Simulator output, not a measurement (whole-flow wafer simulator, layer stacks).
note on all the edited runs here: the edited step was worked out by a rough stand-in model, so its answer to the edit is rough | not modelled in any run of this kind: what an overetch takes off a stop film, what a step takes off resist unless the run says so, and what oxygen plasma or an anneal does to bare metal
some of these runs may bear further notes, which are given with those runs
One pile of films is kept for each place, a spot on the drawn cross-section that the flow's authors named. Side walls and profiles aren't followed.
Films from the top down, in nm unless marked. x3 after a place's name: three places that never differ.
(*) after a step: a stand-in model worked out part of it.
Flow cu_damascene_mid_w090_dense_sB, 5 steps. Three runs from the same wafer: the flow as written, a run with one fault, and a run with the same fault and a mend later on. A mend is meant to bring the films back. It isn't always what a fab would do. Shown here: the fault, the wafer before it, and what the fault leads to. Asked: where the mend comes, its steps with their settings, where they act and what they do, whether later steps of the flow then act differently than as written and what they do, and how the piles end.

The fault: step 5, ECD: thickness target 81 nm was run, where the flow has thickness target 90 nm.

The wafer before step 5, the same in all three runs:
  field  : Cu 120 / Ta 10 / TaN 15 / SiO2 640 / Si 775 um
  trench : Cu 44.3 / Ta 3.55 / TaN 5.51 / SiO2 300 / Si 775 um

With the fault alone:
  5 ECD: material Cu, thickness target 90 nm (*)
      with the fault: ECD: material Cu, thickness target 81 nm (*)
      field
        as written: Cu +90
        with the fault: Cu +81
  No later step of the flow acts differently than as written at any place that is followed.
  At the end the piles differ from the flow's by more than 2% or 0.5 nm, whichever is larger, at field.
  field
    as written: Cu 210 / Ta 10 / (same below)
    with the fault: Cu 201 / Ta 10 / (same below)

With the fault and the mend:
  The mend comes after step 5.
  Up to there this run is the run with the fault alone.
  5a ECD: material Cu, thickness target 9 nm (the flow's step 5 once more, with other settings)
      field, trench
        Cu +9
  No later step of the flow acts differently than as written at any place that is followed.
  At the end the piles are the same as the flow's at every place that both follow.
